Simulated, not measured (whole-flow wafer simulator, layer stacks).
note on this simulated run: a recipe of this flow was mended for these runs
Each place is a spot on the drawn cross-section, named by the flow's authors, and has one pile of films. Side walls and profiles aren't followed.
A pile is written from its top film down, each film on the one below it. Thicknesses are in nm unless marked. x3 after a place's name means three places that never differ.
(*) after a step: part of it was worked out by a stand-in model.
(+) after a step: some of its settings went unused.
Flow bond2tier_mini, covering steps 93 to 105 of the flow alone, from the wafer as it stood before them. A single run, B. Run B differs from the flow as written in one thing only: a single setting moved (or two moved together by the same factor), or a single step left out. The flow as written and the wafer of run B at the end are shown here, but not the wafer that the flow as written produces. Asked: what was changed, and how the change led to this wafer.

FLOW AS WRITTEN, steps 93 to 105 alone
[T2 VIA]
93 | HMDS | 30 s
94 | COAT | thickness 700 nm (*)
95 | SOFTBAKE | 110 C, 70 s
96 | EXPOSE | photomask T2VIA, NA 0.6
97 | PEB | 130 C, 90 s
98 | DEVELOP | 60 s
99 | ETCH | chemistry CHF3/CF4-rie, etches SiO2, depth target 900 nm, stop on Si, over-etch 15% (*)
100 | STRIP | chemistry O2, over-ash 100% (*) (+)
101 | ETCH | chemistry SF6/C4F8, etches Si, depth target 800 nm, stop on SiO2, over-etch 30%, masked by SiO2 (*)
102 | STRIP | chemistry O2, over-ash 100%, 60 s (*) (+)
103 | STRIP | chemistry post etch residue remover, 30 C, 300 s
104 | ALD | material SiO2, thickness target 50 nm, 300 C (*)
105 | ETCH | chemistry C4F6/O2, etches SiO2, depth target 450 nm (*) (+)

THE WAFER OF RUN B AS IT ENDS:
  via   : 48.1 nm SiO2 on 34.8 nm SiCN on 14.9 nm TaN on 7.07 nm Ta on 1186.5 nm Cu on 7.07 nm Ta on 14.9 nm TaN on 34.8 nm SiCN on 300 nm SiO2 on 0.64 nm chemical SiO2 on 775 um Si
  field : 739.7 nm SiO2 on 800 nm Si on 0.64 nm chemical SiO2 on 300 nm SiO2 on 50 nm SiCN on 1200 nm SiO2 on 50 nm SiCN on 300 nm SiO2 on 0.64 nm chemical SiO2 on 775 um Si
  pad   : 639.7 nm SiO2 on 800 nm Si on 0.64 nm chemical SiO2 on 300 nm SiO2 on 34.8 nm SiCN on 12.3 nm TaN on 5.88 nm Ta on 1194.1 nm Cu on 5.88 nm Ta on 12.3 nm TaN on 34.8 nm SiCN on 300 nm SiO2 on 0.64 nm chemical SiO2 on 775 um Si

The reason: step 105, ETCH: depth target 300 nm was run, whereas the flow has depth target 450 nm.

Step by step, how the change led to this:
  105 | ETCH | chemistry C4F6/O2, etches SiO2, depth target 450 nm (*) (+)
      via: -300 SiO2 (it would be, as written: -348.1 SiO2 (all of it), -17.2 SiCN)
      field, pad: -300 SiO2 (it would be, as written: -450 SiO2)
